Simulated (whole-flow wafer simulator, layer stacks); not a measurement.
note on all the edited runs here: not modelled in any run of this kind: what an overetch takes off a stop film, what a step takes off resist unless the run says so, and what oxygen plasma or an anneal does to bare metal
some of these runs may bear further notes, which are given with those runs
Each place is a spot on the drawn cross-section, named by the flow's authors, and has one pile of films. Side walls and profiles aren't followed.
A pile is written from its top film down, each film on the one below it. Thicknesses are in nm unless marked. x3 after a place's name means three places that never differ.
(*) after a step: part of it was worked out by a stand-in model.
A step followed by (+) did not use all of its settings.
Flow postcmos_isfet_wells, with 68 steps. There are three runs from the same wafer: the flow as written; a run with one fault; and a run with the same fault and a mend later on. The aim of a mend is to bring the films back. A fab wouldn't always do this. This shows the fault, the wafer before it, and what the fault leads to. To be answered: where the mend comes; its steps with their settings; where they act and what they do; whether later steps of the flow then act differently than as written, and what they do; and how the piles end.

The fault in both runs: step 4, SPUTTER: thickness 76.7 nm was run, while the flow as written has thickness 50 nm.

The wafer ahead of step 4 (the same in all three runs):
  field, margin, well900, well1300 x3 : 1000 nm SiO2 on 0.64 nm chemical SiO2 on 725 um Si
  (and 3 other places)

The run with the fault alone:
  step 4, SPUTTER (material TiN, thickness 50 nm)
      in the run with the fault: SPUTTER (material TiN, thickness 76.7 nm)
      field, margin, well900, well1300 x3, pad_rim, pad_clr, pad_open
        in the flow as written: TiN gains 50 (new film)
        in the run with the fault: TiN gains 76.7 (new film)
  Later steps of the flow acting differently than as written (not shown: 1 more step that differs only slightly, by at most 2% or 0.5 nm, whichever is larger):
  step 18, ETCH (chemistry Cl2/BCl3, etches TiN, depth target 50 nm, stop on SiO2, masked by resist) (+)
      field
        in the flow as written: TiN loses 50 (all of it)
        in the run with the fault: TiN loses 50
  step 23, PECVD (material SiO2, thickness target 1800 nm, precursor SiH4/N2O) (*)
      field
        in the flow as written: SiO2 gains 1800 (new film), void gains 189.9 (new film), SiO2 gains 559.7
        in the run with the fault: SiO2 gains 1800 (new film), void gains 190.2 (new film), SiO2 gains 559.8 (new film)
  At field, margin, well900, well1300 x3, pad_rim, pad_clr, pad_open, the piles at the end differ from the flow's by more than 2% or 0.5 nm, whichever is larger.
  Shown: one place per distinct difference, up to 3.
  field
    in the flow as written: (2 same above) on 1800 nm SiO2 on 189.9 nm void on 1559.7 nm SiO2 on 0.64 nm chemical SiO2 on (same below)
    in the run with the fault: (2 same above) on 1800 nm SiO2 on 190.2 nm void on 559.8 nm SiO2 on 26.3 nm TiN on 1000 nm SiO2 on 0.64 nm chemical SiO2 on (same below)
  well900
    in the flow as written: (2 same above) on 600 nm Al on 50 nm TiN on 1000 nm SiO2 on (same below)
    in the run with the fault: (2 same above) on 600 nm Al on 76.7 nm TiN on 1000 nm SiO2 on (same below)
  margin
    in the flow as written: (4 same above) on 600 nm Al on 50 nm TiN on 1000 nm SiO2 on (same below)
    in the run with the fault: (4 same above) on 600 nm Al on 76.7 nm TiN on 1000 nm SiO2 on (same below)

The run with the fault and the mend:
  After step 4 comes the mend.
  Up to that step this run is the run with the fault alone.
  step 4a, ETCH (chemistry peroxide tin strip, depth target 88.2 nm)
      field, margin, well900, well1300 x3, pad_rim, pad_clr, pad_open
        TiN loses 76.7 (all of it)
  step 4b, SPUTTER (material TiN, thickness 50 nm) (a further turn of the flow's step 4)
      field, margin, well900, well1300 x3, pad_rim, pad_clr, pad_open
        TiN gains 50 (new film)
  Later steps of the flow that are run all act as written at every place that is followed.
  The piles end the same as the flow's at every place that both follow.
